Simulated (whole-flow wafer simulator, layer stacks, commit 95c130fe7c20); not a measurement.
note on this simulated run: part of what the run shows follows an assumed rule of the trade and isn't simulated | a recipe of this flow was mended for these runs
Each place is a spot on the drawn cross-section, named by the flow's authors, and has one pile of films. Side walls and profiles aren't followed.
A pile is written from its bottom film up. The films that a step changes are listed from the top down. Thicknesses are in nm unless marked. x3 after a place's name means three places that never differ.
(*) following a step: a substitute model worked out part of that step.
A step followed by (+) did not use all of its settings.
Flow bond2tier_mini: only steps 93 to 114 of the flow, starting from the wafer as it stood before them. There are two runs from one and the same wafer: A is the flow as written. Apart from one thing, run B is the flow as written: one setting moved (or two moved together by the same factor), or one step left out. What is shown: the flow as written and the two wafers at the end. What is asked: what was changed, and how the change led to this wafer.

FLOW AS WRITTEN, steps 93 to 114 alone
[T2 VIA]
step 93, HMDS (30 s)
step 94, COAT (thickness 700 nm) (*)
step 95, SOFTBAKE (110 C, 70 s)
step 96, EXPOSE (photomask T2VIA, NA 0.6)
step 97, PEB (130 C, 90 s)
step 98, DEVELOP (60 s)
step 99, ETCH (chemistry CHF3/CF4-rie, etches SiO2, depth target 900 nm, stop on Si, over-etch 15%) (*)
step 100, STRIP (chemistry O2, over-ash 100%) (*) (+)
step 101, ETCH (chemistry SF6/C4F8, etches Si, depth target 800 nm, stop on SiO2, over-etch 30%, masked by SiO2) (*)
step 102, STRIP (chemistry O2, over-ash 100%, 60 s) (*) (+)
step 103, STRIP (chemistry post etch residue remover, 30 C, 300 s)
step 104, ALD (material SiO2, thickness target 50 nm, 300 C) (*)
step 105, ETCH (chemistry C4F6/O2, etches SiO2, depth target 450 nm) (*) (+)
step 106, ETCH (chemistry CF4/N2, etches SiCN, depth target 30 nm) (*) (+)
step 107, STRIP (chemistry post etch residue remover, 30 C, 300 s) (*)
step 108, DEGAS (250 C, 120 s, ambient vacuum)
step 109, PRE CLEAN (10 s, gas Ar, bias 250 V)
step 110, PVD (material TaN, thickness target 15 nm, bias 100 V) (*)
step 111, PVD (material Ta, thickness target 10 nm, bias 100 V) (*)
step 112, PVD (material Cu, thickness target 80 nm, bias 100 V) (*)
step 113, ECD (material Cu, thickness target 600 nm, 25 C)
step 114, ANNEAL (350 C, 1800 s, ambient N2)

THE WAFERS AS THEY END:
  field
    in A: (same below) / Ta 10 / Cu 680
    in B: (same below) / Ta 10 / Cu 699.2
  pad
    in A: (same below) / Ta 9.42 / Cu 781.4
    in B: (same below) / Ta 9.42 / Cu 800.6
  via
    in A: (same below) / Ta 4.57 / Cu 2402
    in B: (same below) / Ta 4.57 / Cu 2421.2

Cause: step 112, PVD: thickness target 99.2 nm was run, though the flow has thickness target 80 nm.

The path from the change to this, step by step:
  step 112, PVD (material Cu, thickness target 80 nm, bias 100 V) (*)
      field: A Cu gains 80 (new film) | B Cu gains 99.2 (new film)
      pad: A Cu gains 75.3 (new film) | B Cu gains 93.4 (new film)
      (also at 1 further place)
